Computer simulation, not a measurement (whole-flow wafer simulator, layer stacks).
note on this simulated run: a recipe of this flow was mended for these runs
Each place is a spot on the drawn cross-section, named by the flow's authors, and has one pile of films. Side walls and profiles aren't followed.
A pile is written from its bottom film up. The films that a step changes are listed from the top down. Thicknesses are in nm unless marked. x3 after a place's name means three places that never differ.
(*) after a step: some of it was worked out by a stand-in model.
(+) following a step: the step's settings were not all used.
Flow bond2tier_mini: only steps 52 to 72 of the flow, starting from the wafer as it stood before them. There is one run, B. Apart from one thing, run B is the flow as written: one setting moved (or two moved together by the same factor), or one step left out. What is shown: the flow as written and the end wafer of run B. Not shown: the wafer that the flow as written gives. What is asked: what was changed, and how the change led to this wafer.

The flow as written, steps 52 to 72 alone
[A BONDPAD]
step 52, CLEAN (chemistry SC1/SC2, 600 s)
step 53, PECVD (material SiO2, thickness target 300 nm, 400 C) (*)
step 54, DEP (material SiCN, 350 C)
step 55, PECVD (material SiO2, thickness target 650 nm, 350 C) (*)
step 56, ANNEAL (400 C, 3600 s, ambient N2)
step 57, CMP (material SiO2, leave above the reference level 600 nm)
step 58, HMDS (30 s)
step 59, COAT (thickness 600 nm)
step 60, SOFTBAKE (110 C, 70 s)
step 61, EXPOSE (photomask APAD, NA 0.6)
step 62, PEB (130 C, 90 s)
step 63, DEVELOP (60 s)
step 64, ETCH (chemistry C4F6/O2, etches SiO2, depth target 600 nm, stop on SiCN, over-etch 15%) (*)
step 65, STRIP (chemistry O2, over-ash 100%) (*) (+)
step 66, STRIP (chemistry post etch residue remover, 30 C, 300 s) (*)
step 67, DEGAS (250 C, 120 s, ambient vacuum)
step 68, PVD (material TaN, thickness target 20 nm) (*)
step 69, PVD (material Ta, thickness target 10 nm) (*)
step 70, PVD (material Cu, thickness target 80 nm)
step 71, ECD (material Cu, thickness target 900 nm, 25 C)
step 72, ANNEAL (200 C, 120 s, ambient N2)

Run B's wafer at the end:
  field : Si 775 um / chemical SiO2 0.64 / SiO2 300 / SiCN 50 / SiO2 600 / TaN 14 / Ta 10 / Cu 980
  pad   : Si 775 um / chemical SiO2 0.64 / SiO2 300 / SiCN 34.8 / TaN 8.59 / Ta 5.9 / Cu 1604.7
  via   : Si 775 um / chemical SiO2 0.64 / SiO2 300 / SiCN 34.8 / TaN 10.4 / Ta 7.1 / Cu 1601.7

What caused this: step 68, PVD: thickness target 14 nm was run, whereas the flow has thickness target 20 nm.
One can read it off the wafer: field has TaN 14, and step 68 as written asks for 20 nm.

Step by step, how the change led to this:
  step 68, PVD (material TaN, thickness target 20 nm) (*)
      field: TaN gains 14 (new film) (it would be, as written: TaN gains 20 (new film))
      pad: TaN gains 8.59 (new film) (it would be, as written: TaN gains 12.3 (new film))
      (as well as at 1 more place)
